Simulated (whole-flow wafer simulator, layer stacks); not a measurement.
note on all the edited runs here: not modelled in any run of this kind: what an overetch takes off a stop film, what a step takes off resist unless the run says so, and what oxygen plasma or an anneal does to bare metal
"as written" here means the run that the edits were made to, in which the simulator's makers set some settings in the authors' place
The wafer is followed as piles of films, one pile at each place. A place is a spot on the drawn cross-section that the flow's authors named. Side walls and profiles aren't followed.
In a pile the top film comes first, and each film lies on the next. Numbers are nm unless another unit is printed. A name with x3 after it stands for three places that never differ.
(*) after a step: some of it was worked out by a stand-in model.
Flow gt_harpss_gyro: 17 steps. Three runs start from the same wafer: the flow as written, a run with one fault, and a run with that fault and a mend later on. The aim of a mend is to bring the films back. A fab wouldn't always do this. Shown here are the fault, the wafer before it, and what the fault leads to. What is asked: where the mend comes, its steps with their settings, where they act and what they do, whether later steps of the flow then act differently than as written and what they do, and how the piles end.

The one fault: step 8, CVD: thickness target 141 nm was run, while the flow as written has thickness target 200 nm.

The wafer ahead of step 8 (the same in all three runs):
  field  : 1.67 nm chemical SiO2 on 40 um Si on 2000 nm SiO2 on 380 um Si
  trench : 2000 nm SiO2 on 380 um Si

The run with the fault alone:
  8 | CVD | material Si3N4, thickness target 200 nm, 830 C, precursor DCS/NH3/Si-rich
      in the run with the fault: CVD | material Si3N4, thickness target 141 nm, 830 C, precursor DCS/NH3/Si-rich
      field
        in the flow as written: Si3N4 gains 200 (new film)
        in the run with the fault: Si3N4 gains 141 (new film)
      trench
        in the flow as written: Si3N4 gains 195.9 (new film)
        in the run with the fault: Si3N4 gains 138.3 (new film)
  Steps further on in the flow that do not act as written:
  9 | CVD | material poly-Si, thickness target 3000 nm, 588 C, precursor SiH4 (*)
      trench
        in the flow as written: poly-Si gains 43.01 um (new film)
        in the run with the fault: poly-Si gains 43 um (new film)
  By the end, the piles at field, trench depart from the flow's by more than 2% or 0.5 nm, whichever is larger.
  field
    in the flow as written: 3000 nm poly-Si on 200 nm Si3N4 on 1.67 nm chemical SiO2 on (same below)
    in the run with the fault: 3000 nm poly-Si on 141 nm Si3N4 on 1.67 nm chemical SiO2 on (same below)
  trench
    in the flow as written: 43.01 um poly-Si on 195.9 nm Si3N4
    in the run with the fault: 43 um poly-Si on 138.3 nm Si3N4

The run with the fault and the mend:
  The mend stands after step 8.
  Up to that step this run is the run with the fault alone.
  8a | ETCH | chemistry h3po4, depth target 162.2 nm
      field
        Si3N4 loses 141 (all of it)
      trench
        Si3N4 loses 138.3 (all of it)
  8b | CLEAN | chemistry SPM (the flow's step 1, run once more)
      alters no film at any place that is followed
  8c | CVD | material Si3N4, thickness target 200 nm, 830 C, precursor DCS/NH3/Si-rich (the flow's step 8, run once more)
      field
        Si3N4 gains 200 (new film)
      trench
        Si3N4 gains 195.9 (new film)
  Every later step of the flow that is run acts as written at every place that is followed.
  The piles end the same as the flow's at every place that both follow.
